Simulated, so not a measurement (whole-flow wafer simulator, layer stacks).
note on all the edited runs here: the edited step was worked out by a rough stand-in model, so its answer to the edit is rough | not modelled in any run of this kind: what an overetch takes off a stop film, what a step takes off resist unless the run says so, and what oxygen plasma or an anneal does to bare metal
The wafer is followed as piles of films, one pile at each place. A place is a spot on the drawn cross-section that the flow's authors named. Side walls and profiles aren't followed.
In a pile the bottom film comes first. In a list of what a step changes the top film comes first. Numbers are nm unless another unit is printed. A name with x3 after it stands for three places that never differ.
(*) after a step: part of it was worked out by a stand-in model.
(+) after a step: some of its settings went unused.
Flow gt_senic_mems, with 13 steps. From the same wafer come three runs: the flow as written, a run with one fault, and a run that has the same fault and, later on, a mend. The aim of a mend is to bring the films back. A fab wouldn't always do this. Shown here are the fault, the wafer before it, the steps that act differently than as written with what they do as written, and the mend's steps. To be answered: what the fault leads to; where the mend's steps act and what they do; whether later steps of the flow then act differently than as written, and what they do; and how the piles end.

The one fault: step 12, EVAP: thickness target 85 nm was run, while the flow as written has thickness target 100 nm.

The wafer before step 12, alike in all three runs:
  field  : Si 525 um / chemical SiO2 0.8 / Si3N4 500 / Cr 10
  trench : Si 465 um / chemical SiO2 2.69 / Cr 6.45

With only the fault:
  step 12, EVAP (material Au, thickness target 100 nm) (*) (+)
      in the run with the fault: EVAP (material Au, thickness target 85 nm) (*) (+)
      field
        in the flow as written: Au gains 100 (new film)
        in the run with the fault: Au gains 85 (new film)
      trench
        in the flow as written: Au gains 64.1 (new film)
        in the run with the fault: Au gains 54.5 (new film)
  Every later step of the flow that is run acts as written at every place that is followed.
  The piles end different from the flow's at field, trench by more than 2% or 0.5 nm, whichever is larger.
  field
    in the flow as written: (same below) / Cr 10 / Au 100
    in the run with the fault: (same below) / Cr 10 / Au 85
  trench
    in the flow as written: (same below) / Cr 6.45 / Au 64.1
    in the run with the fault: (same below) / Cr 6.45 / Au 54.5

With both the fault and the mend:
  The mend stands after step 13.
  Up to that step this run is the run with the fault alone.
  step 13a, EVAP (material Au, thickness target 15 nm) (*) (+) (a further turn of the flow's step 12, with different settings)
      field
        Au gains 15
      trench
        Au gains 9.68
  Every later step of the flow that is run acts as written at every place that is followed.
  When the end is reached, the piles differ only a little from the flow's at the places that both follow, at most by 2% or 0.5 nm, whichever is larger.
